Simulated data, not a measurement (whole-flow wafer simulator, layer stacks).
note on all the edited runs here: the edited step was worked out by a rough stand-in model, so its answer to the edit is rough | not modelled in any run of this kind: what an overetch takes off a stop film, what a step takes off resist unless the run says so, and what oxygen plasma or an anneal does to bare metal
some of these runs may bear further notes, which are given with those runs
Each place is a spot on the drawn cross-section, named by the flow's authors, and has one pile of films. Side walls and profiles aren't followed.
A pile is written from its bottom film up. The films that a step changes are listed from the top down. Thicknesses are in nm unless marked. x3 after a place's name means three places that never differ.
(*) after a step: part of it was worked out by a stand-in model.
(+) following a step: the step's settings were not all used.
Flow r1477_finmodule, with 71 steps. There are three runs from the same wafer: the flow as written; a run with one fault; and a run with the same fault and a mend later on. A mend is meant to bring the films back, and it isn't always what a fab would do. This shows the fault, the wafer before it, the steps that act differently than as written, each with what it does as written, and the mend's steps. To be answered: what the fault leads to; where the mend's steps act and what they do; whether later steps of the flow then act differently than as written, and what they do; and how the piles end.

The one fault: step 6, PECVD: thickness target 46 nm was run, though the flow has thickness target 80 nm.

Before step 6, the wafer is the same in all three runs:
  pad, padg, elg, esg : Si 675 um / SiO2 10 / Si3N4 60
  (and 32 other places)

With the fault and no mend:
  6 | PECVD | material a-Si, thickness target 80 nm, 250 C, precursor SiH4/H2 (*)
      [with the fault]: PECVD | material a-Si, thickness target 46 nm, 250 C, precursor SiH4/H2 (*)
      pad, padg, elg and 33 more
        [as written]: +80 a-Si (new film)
        [with the fault]: +46 a-Si (new film)
  Later steps of the flow acting differently than as written (not shown: 1 more step that differs only slightly, by at most 2% or 0.5 nm, whichever is larger):
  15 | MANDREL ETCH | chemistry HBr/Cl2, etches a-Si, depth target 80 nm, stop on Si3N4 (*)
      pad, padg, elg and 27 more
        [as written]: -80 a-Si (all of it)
        [with the fault]: -46 a-Si (all of it)
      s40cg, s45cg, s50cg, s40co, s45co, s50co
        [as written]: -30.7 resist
        [with the fault]: -26.5 resist
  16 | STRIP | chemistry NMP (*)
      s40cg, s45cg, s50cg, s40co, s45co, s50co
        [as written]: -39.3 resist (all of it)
        [with the fault]: -43.5 resist (all of it)
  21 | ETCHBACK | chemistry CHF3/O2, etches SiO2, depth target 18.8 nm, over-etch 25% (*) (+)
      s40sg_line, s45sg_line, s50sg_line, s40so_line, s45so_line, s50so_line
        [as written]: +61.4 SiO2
        [with the fault]: +27.4 SiO2
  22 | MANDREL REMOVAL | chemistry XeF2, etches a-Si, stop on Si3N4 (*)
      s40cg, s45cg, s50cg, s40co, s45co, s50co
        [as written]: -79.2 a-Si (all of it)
        [with the fault]: -45.2 a-Si (all of it)
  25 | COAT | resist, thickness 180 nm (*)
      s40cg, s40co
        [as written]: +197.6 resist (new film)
        [with the fault]: +189.1 resist (new film)
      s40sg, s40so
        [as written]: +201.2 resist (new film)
        [with the fault]: +192.7 resist (new film)
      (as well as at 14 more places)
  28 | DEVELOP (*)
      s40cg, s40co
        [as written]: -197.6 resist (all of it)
        [with the fault]: -189.1 resist (all of it)
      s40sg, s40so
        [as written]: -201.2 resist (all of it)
        [with the fault]: -192.7 resist (all of it)
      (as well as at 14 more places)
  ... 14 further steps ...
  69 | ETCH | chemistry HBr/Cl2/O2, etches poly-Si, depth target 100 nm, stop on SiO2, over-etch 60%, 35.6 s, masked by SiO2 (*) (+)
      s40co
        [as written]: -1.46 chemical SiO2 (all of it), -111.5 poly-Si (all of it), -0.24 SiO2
        [with the fault]: -1.36 chemical SiO2 (all of it), -134.3 poly-Si (all of it), -0.13 SiO2
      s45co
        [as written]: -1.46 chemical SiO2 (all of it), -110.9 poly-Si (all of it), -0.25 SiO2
        [with the fault]: -1.36 chemical SiO2 (all of it), -134.3 poly-Si (all of it), -0.13 SiO2
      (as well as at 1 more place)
  The piles end different from the flow's at pad, padg, elg and 27 more by more than 2% or 0.5 nm, whichever is larger.
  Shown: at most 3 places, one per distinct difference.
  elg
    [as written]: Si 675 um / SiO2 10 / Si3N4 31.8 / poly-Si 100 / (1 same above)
    [with the fault]: Si 674.99 um / SiO2 3 / poly-Si 100 / (1 same above)
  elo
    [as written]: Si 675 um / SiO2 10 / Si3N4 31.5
    [with the fault]: Si 674.99 um / SiO2 2.58
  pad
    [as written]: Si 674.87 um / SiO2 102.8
    [with the fault]: Si 674.87 um / SiO2 80.4

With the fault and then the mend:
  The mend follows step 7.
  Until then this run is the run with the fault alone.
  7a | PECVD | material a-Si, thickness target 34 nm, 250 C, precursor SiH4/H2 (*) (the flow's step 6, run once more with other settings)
      pad, padg, elg and 33 more
        +34 a-Si
  Later steps of the flow that are run all act as written at every place that is followed.
  At every place that both follow, the piles at the end match the flow's.
